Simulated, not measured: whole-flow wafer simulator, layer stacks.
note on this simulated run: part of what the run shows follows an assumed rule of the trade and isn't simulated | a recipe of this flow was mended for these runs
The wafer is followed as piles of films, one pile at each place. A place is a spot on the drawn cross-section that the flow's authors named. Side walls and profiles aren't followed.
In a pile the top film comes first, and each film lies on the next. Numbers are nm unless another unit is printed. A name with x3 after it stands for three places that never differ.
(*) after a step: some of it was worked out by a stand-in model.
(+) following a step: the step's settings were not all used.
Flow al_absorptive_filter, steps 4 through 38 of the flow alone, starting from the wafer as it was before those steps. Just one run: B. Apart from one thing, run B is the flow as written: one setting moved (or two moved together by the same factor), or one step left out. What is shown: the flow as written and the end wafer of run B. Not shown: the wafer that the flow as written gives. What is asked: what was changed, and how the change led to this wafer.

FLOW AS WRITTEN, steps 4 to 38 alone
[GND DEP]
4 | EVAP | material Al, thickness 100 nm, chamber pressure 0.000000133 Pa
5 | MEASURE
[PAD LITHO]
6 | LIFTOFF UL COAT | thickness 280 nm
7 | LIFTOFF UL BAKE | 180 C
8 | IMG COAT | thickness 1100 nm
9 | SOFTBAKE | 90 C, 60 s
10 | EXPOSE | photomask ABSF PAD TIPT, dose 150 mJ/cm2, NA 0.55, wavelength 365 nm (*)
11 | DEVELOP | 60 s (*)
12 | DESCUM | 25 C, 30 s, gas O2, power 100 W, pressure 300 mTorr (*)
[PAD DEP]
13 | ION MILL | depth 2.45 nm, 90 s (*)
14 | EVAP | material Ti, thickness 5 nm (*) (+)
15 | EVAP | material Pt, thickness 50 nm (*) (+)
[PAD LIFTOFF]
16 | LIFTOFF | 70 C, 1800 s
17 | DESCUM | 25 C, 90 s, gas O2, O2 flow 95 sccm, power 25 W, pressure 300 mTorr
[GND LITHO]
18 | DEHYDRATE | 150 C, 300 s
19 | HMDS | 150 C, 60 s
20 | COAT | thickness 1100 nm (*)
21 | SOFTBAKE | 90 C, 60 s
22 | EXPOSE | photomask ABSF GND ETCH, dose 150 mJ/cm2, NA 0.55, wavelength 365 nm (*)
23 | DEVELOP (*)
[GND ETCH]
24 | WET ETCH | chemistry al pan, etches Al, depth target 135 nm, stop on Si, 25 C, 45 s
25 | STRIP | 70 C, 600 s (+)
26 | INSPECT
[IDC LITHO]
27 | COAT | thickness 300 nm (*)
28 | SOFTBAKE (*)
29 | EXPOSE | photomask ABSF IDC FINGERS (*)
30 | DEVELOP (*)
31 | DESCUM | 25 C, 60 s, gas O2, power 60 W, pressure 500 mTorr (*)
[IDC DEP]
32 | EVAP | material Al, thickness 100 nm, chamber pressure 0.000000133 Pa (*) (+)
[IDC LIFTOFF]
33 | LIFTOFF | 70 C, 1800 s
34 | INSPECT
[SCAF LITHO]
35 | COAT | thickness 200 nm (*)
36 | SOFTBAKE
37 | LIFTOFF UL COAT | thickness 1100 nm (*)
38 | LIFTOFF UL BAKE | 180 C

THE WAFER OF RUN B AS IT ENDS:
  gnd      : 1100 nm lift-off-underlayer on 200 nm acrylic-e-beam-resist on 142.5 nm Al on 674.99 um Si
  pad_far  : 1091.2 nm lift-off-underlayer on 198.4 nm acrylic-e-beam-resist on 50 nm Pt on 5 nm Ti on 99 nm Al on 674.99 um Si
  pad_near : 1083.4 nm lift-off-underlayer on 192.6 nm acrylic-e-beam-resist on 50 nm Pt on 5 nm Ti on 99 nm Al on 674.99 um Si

Cause: step 4, EVAP: thickness 142.5 nm was run, whereas the flow has thickness 100 nm.
The wafer itself shows it: gnd has Al 142.5, and step 4 as written asks for 100 nm.

How this came from the change, step by step:
  4 | EVAP | material Al, thickness 100 nm, chamber pressure 0.000000133 Pa
      gnd, pad_far, pad_near and 11 more: Al gains 142.5 (new film) (it would be, as written: Al gains 100 (new film))
  24 | WET ETCH | chemistry al pan, etches Al, depth target 135 nm, stop on Si, 25 C, 45 s
      res, xl_gap, idc_field, idc_line, idc_space: Al loses 129.2 (all of it) (it would be, as written: Al loses 86.7 (all of it))
  27 | COAT | thickness 300 nm (*)
      ledge: e-beam-resist gains 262 (new film) (it would be, as written: e-beam-resist gains 274.4 (new film))
      res: e-beam-resist gains 369.3 (new film) (it would be, as written: e-beam-resist gains 349.6 (new film))
      (also at 2 further places)
  33 | LIFTOFF | 70 C, 1800 s
      ledge: Al loses 100 (all of it), e-beam-resist loses 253 (all of it) (it would be, as written: Al loses 100 (all of it), e-beam-resist loses 265.3 (all of it))
      res: Al loses 100 (all of it), e-beam-resist loses 360.3 (all of it) (it would be, as written: Al loses 100 (all of it), e-beam-resist loses 340.6 (all of it))
      (also at 2 further places)
  35 | COAT | thickness 200 nm (*)
      ledge: acrylic-e-beam-resist gains 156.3 (new film) (it would be, as written: acrylic-e-beam-resist gains 169.8 (new film))
      res: acrylic-e-beam-resist gains 242.4 (new film) (it would be, as written: acrylic-e-beam-resist gains 231.4 (new film))
      (also at 2 further places)
